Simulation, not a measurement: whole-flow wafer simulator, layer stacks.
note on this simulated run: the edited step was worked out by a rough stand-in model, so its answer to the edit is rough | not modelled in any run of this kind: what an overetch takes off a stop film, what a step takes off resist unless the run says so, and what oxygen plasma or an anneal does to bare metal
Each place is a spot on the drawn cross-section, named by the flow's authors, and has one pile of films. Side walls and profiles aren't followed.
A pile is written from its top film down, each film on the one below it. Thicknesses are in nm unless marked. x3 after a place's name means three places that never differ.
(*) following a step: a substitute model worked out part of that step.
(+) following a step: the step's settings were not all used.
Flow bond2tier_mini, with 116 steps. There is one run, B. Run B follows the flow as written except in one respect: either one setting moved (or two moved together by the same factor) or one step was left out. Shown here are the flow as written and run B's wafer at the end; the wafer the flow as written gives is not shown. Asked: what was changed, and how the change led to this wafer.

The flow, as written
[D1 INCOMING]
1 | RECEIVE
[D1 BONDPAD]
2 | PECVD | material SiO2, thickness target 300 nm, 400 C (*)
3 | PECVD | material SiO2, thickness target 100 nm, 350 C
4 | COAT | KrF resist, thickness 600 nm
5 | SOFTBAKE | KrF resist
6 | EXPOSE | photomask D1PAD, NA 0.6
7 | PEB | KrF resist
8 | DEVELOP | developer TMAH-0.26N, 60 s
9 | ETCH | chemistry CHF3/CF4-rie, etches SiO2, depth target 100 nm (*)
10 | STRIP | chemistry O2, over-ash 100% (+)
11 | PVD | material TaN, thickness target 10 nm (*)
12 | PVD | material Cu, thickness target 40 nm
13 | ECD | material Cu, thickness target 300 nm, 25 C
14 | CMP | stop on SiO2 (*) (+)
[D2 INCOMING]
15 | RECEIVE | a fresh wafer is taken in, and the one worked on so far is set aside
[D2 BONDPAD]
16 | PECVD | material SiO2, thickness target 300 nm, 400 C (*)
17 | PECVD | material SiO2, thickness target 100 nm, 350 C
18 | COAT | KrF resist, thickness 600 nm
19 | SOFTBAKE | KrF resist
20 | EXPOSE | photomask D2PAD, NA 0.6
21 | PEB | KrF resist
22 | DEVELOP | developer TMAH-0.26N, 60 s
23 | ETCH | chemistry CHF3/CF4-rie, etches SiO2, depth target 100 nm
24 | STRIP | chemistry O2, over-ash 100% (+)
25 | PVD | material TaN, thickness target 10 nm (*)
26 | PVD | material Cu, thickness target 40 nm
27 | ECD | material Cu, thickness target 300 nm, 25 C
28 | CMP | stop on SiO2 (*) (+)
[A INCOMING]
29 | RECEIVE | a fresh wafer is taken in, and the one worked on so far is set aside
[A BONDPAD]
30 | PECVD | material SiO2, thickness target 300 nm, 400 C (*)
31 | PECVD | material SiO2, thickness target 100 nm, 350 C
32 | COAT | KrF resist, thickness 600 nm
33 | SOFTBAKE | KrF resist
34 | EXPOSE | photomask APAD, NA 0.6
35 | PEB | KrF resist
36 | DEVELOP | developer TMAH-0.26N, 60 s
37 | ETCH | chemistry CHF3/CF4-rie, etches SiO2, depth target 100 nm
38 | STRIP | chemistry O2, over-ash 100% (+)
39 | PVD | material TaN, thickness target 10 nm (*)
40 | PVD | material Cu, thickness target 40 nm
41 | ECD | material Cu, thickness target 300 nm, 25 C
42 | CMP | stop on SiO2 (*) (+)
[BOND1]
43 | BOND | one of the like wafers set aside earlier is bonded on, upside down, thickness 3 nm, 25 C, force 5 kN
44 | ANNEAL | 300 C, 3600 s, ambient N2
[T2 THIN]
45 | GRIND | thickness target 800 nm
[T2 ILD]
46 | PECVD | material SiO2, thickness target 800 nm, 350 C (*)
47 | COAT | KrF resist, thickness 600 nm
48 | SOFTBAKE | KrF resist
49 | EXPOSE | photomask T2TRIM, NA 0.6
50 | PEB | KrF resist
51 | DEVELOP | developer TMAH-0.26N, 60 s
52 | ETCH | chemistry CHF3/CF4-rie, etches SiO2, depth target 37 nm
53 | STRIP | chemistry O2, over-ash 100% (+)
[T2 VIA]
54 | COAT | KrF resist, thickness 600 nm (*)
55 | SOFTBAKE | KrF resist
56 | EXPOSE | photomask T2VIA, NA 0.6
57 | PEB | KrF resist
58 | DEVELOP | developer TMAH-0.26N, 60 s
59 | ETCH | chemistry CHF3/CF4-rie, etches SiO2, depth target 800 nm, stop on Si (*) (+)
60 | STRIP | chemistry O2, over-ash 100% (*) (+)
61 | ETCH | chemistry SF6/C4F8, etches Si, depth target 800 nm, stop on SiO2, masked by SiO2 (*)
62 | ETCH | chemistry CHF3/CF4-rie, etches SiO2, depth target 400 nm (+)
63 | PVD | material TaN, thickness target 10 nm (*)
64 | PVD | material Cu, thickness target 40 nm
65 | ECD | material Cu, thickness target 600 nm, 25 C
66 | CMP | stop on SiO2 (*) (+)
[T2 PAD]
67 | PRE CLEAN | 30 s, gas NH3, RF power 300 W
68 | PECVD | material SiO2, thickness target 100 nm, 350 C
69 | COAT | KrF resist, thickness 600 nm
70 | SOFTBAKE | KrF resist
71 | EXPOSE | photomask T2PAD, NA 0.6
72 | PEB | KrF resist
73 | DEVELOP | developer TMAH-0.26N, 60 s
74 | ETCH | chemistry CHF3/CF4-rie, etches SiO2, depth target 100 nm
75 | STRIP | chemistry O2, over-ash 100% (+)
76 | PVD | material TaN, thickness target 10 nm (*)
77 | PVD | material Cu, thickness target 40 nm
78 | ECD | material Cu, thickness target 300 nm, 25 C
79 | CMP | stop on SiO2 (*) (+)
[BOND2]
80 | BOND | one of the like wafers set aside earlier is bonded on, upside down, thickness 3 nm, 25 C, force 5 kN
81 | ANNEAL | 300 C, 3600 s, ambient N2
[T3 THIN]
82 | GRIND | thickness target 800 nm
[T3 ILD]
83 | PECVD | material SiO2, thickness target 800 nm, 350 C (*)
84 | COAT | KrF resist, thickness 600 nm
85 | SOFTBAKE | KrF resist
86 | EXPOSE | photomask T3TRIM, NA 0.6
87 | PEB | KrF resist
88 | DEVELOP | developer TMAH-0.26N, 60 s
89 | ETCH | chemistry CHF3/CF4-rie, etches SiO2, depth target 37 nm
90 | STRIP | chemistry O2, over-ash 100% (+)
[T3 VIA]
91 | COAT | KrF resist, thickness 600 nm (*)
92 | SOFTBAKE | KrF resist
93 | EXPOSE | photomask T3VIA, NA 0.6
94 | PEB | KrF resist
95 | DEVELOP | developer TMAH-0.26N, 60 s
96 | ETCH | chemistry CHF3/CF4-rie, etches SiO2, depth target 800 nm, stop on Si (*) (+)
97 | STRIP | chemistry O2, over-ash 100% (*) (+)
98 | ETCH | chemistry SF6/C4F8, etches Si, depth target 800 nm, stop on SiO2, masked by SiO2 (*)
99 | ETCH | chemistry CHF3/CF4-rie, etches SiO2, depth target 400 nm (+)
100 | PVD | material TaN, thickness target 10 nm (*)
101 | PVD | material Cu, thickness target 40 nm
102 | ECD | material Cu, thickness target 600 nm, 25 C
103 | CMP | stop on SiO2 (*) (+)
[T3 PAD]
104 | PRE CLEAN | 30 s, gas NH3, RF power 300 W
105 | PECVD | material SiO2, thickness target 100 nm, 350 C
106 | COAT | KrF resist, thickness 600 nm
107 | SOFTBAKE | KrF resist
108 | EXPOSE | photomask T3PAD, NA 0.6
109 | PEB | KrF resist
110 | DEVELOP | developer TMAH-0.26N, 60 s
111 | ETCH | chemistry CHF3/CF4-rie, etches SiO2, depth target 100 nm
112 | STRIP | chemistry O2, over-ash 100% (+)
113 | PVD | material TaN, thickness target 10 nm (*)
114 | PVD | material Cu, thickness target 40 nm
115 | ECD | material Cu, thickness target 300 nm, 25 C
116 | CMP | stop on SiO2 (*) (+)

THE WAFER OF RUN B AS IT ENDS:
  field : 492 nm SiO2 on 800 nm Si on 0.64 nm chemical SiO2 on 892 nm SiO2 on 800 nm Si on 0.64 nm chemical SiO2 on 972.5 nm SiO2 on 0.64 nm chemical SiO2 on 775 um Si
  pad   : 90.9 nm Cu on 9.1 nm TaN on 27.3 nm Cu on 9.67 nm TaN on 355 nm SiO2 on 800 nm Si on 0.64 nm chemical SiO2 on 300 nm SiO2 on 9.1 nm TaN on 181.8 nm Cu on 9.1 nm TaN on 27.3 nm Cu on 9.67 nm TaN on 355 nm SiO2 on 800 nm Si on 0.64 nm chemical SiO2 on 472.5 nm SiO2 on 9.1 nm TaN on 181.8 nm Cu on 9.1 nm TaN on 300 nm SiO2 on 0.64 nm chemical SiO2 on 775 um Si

Cause: step 2, PECVD: thickness target 472.5 nm was run, though the flow has thickness target 300 nm.
The wafer lets one read it off: pad has SiO2 472.5, and step 2 as written asks for 300 nm.

Step by step, how the change led to this:
  2 | PECVD | material SiO2, thickness target 300 nm, 400 C (*)
      field, pad, via: SiO2 gains 472.5 (new film) (as written it would have been: SiO2 gains 300 (new film))
  43 | BOND | one of the like wafers set aside earlier is bonded on, upside down, thickness 3 nm, 25 C, force 5 kN
      field: Si gains 775 um (new film), chemical SiO2 gains 0.64 (new film), SiO2 gains 572.5 (as written it would have been: Si gains 775 um (new film), chemical SiO2 gains 0.64 (new film), SiO2 gains 400)
      pad: Si gains 775 um (new film), chemical SiO2 gains 0.64 (new film), SiO2 gains 472.5 (new film), TaN gains 9.1 (new film), Cu gains 90.9 (as written it would have been: Si gains 775 um (new film), chemical SiO2 gains 0.64 (new film), SiO2 gains 300 (new film), TaN gains 9.1 (new film), Cu gains 90.9)
      (as well as at 1 more place)
